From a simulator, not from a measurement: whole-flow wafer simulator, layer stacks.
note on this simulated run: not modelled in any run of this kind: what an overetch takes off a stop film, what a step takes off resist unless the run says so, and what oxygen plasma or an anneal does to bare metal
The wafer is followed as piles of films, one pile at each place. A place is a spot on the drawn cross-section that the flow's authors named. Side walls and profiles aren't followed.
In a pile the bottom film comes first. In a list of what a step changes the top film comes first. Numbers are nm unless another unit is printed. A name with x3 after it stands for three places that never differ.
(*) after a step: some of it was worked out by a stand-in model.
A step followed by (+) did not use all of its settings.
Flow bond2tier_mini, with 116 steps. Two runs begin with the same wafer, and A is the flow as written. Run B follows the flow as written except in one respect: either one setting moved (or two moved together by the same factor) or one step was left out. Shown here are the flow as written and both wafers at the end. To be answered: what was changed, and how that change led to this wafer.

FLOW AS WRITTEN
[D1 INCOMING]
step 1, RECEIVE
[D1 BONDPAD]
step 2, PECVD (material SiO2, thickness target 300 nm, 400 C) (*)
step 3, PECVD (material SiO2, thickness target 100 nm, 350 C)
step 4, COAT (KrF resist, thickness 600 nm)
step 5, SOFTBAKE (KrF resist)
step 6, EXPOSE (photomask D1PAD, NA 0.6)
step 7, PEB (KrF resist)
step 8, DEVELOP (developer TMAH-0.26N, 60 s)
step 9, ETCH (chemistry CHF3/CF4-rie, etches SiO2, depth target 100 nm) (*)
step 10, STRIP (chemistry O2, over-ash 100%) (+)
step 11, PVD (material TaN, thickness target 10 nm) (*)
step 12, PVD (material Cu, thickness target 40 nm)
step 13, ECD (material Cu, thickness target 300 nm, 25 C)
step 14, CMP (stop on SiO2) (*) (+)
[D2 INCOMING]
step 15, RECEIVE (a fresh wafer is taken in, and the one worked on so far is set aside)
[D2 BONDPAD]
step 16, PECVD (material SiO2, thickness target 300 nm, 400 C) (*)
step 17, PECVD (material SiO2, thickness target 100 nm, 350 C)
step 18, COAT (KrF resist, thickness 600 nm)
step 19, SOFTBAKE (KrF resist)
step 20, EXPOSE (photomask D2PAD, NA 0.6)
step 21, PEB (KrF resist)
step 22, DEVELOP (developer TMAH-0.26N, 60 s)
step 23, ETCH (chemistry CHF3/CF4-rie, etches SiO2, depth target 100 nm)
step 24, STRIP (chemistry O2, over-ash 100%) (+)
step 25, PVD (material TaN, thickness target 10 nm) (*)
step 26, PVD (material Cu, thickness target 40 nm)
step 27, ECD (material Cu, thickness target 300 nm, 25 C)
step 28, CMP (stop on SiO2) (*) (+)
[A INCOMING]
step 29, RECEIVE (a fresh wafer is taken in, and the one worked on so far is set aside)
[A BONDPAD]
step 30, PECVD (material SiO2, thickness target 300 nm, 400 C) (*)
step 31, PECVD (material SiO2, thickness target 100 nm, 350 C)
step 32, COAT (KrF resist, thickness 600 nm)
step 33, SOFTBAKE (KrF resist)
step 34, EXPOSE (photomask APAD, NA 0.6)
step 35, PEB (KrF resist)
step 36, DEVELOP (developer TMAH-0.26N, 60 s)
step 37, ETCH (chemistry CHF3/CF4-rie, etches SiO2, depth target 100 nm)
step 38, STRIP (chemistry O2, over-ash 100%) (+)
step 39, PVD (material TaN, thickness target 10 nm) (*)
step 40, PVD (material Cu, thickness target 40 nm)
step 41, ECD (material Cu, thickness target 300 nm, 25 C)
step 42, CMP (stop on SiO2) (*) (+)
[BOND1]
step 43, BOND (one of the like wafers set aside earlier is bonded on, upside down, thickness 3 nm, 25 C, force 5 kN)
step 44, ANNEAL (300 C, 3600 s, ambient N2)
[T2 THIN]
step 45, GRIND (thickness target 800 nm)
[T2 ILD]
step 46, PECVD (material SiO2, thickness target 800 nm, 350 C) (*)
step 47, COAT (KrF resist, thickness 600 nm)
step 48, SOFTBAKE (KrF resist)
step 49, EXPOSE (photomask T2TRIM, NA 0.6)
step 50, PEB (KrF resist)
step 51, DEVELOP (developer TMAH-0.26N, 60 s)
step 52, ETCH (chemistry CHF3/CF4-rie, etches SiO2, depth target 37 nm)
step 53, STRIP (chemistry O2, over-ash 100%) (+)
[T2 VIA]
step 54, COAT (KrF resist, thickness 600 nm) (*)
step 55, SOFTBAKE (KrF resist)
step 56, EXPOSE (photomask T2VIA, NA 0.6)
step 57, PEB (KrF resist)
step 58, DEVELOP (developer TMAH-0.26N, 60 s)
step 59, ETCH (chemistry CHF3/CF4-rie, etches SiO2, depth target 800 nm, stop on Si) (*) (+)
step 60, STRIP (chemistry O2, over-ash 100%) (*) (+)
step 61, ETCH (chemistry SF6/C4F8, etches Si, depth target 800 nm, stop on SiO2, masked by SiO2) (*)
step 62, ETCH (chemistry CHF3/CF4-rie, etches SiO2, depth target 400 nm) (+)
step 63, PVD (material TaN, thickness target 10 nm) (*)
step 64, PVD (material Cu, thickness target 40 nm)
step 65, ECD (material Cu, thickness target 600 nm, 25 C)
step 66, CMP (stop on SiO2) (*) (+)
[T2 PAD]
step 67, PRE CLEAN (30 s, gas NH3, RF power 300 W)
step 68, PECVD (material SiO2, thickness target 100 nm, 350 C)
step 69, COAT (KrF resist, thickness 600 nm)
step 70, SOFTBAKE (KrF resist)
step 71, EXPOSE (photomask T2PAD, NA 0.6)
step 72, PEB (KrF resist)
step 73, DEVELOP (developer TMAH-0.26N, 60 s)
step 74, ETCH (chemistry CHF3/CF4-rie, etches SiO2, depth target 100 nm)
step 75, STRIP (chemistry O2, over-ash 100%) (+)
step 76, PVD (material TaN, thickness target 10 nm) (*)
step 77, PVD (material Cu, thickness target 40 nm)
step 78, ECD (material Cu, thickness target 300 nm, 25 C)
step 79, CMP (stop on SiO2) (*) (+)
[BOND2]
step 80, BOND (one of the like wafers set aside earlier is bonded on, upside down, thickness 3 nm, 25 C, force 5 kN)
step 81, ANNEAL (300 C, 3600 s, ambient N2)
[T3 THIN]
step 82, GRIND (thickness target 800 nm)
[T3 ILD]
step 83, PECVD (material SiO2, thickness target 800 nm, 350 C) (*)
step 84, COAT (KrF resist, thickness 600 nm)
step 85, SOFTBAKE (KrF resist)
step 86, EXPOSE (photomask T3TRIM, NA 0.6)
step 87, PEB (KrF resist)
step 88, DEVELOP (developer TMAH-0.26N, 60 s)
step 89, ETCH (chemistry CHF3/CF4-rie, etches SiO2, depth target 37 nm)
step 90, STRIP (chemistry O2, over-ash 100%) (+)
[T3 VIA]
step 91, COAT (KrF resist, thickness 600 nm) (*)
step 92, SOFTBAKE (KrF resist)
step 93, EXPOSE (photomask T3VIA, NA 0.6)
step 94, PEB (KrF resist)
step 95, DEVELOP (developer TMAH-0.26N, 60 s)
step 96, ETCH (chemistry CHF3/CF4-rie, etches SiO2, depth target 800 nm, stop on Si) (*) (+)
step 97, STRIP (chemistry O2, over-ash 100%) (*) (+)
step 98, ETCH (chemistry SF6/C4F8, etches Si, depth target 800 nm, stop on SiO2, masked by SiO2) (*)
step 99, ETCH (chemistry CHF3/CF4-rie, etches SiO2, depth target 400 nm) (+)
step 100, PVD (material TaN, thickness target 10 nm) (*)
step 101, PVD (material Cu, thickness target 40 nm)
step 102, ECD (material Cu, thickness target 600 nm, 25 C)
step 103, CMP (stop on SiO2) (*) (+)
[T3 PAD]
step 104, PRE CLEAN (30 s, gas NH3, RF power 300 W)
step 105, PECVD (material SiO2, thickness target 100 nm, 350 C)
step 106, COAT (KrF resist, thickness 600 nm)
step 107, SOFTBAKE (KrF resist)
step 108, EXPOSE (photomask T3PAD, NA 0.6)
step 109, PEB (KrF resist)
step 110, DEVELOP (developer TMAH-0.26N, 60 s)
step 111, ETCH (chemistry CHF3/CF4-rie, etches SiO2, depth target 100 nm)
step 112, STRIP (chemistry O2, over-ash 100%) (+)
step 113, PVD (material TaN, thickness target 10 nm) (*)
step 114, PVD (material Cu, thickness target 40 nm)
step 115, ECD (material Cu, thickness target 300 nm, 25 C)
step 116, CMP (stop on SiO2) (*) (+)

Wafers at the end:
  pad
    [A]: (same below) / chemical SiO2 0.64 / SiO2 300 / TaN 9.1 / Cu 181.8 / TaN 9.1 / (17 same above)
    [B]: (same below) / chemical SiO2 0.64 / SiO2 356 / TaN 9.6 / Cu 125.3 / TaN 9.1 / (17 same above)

The reason: step 37, ETCH: depth target 44 nm was run, though the flow has depth target 100 nm.

How this came from the change, step by step:
  step 37, ETCH (chemistry CHF3/CF4-rie, etches SiO2, depth target 100 nm)
      pad, via: A SiO2 loses 100 | B SiO2 loses 44
      field: A KrF resist loses 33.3 | B KrF resist loses 14.7
  step 38, STRIP (chemistry O2, over-ash 100%) (+)
      field: A KrF resist loses 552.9 (all of it) | B KrF resist loses 571.6 (all of it)
  step 40, PVD (material Cu, thickness target 40 nm)
      pad: A Cu gains 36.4 (new film) | B Cu gains 38.4 (new film)
  step 41, ECD (material Cu, thickness target 300 nm, 25 C)
      pad: A Cu gains 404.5 | B Cu gains 346
      via: A Cu gains 400.2 | B Cu gains 344
